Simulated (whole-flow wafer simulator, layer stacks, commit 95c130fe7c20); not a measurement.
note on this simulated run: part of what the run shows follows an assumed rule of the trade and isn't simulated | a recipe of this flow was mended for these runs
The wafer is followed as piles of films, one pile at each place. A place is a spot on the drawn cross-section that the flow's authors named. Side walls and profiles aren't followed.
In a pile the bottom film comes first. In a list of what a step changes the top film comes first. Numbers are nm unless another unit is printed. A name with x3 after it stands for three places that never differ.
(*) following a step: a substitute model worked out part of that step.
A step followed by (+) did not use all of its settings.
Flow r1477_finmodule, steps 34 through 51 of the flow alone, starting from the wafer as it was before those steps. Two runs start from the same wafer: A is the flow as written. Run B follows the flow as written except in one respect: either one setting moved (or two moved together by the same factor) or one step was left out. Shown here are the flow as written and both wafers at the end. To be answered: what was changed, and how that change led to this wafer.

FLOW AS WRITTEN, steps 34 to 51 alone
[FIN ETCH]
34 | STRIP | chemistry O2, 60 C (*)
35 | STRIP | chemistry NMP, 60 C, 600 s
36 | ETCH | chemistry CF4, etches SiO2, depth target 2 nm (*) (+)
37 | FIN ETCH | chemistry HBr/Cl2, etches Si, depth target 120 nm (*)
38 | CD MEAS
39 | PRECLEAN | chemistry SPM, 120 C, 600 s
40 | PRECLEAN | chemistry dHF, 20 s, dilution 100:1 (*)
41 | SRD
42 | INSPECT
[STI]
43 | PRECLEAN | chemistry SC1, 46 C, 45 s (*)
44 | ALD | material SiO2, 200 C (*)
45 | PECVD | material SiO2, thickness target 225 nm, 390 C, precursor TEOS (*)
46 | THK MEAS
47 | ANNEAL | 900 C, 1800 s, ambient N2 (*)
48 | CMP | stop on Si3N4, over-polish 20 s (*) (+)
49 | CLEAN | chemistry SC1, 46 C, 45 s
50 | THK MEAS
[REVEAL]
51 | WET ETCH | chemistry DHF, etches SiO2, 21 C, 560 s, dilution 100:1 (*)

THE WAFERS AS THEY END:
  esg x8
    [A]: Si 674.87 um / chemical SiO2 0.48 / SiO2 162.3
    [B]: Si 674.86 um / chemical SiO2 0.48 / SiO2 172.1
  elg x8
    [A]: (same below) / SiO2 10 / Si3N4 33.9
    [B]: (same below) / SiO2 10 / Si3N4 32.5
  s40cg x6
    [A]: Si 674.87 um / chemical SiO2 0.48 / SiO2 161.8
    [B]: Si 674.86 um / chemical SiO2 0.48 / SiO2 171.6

The reason: step 37, FIN ETCH: depth target 129.8 nm was run, though the flow has depth target 120 nm.

Step by step, how the change led to this:
  37 | FIN ETCH | chemistry HBr/Cl2, etches Si, depth target 120 nm (*)
      pad x2, esg x8, s40cg x6, s40sg x6: A -120 Si | B -129.8 Si
      elg x8: A -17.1 Si3N4 | B -18.5 Si3N4
      (also at 6 further places)
  44 | ALD | material SiO2, 200 C (*)
      esg x8: A +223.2 SiO2 (new film) | B +231.6 SiO2 (new film)
      s40cg x6: A +263.2 SiO2 (new film) | B +272.2 SiO2 (new film)
      (also at 6 further places)
  48 | CMP | stop on Si3N4, over-polish 20 s (*) (+)
      pad x2: A -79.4 SiO2 | B -69.6 SiO2
  51 | WET ETCH | chemistry DHF, etches SiO2, 21 C, 560 s, dilution 100:1 (*)
      elg x8: A -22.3 SiO2 (all of it), -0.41 Si3N4 | B -23.7 SiO2 (all of it), -0.34 Si3N4
